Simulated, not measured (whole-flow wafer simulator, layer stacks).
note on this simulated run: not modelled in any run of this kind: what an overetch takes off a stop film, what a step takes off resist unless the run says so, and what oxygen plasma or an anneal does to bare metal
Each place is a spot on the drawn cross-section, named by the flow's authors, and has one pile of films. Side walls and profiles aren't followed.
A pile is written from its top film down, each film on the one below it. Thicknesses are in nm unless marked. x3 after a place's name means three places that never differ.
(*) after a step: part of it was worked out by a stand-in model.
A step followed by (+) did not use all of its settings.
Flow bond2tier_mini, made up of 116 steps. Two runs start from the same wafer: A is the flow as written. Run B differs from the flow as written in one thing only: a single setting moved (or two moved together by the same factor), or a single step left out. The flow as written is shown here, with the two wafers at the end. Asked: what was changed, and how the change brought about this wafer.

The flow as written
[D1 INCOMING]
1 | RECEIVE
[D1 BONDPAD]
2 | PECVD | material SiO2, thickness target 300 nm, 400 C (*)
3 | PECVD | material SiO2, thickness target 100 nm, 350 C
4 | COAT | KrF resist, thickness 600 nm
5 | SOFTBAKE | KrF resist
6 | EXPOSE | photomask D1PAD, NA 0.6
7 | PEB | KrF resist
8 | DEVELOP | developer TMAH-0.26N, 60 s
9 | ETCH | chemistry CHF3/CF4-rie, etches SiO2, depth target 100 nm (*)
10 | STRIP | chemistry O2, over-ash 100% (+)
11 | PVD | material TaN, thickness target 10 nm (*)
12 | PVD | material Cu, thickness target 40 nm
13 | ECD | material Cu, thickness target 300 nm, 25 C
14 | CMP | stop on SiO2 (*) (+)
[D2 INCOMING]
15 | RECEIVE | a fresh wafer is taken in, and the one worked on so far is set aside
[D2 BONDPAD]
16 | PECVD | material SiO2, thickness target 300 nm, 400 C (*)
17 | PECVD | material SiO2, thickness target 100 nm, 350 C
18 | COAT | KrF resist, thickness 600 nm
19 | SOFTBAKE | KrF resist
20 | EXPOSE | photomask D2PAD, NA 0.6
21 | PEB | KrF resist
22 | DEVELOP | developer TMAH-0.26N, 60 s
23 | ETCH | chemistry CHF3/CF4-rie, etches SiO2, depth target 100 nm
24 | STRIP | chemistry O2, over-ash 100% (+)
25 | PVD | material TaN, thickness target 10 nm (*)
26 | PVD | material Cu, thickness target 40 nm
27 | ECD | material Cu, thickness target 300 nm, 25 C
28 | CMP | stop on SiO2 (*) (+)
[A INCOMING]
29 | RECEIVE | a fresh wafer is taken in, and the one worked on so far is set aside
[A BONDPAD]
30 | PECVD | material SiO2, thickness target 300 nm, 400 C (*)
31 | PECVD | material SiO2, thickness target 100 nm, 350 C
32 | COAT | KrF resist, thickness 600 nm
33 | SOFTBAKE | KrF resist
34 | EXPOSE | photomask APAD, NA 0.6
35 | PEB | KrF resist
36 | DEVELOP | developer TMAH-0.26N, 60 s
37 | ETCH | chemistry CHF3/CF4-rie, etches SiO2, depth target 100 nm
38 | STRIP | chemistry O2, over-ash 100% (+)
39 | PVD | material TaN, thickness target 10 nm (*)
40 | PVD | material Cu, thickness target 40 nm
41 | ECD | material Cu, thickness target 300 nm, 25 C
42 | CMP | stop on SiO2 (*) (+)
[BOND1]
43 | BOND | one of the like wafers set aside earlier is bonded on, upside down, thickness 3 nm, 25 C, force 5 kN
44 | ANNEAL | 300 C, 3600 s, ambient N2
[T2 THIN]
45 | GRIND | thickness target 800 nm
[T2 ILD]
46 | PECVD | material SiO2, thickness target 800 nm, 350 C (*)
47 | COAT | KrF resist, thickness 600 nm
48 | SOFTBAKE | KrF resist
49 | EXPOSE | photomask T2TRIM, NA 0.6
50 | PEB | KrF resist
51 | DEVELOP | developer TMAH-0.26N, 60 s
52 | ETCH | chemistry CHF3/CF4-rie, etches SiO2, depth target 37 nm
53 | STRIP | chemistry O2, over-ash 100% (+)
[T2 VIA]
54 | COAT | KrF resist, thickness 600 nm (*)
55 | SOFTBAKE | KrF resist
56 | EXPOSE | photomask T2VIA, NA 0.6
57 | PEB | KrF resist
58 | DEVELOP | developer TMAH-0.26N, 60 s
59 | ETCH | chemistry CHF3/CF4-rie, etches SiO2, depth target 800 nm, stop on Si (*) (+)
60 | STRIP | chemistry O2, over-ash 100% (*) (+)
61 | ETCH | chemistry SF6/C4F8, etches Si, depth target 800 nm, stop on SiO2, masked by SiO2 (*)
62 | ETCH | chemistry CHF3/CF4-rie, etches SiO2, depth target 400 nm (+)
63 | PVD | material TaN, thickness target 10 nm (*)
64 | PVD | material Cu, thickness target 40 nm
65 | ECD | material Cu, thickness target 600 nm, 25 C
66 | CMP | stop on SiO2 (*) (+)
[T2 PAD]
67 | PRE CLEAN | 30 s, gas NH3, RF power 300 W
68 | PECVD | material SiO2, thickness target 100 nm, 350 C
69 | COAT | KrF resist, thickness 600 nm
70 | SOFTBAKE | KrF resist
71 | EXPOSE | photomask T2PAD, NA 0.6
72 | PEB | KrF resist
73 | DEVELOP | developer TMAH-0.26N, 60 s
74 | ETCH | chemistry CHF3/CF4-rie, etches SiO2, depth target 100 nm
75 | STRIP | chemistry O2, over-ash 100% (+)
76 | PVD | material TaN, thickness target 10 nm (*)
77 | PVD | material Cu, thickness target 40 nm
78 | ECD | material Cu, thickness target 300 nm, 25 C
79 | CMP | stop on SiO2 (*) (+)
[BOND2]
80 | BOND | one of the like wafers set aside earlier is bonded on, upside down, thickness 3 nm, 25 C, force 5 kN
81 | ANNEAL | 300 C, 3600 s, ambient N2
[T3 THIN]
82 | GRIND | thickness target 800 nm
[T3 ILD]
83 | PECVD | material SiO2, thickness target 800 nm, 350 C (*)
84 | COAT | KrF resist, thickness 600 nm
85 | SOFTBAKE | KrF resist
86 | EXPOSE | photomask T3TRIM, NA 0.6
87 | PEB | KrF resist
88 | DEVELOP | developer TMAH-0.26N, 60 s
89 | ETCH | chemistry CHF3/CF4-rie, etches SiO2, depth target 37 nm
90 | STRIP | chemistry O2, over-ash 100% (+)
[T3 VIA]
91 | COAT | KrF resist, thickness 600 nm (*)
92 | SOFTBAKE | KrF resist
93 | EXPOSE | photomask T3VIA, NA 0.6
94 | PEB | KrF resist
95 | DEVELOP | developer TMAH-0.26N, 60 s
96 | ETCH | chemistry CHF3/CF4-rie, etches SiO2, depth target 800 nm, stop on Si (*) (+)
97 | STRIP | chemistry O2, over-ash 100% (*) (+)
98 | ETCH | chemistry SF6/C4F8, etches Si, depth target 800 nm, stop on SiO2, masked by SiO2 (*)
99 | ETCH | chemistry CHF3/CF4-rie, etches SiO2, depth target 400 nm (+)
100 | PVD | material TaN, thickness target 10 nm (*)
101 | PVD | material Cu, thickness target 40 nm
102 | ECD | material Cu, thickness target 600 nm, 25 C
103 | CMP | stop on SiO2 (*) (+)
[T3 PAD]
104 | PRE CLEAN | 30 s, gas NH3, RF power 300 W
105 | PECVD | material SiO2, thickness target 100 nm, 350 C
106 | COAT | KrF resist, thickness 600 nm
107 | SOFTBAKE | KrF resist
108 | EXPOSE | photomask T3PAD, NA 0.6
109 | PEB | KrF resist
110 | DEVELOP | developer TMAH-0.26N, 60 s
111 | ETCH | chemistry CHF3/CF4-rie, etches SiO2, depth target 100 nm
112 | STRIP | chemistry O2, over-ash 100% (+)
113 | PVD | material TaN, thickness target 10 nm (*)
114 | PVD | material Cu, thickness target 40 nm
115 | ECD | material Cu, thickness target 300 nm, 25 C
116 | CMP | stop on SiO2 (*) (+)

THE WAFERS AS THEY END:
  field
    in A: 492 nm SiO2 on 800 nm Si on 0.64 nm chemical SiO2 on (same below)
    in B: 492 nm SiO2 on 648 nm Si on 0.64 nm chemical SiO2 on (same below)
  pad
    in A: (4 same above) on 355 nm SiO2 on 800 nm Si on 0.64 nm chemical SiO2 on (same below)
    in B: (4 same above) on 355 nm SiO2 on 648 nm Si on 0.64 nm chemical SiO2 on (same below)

The reason: step 82, GRIND: thickness target 648 nm was run, whereas the flow has thickness target 800 nm.
The wafer lets one read it off: field has Si 648, and step 82 as written asks for 800 nm.

How this came from the change, step by step:
  82 | GRIND | thickness target 800 nm
      field, pad: A -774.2 um Si | B -774.35 um Si
